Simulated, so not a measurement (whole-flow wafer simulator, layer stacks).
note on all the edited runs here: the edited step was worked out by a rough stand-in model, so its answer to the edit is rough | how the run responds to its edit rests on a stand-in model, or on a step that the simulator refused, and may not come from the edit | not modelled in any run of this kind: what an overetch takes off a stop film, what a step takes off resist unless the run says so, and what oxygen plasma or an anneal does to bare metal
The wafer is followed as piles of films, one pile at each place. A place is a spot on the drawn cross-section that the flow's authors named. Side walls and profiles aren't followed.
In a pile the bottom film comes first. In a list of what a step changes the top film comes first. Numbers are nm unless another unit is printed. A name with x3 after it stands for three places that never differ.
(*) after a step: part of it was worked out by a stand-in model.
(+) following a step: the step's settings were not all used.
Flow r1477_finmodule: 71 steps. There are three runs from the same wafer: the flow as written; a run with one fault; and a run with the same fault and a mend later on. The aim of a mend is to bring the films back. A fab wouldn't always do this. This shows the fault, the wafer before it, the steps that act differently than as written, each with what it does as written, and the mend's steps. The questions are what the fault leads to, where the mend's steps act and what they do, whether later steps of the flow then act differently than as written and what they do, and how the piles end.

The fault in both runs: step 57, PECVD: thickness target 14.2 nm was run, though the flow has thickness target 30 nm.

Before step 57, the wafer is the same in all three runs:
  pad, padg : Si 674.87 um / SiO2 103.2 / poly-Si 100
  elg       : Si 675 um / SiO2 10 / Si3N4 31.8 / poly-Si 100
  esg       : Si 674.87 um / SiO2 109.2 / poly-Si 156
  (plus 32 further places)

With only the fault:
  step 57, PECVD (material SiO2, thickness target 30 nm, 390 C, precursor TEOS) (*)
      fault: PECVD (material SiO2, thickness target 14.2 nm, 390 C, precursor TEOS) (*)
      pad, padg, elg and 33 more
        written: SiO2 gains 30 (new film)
        fault: SiO2 gains 14.2 (new film)
  Steps later in the flow that act otherwise than as written (3 more steps, not shown, differ only slightly: by at most 2% or 0.5 nm, whichever is larger):
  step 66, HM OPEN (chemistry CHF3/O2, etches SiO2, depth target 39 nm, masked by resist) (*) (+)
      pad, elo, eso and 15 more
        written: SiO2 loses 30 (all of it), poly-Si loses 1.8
        fault: SiO2 loses 14.2 (all of it), poly-Si loses 1.42
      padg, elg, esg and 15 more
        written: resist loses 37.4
        fault: resist loses 20.4
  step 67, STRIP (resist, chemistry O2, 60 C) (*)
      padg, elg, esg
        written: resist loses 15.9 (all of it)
        fault: resist loses 32.9 (all of it)
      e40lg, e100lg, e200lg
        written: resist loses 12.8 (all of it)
        fault: resist loses 29.7 (all of it)
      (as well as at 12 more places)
  By the end, the piles at padg, elg, esg and 15 more depart from the flow's by more than 2% or 0.5 nm, whichever is larger.
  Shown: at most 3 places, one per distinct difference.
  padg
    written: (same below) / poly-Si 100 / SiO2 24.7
    fault: (same below) / poly-Si 100 / SiO2 8.9
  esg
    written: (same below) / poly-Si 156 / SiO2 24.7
    fault: (same below) / poly-Si 156 / SiO2 8.9
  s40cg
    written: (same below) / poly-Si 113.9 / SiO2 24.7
    fault: (same below) / poly-Si 113.9 / SiO2 8.9

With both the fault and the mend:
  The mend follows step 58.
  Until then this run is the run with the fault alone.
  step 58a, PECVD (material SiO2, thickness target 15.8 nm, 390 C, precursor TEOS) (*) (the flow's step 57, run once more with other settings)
      pad, padg, elg and 33 more
        SiO2 gains 15.8
  Every later step of the flow that is run acts as written at every place that is followed.
  The piles end the same as the flow's at every place that both follow.
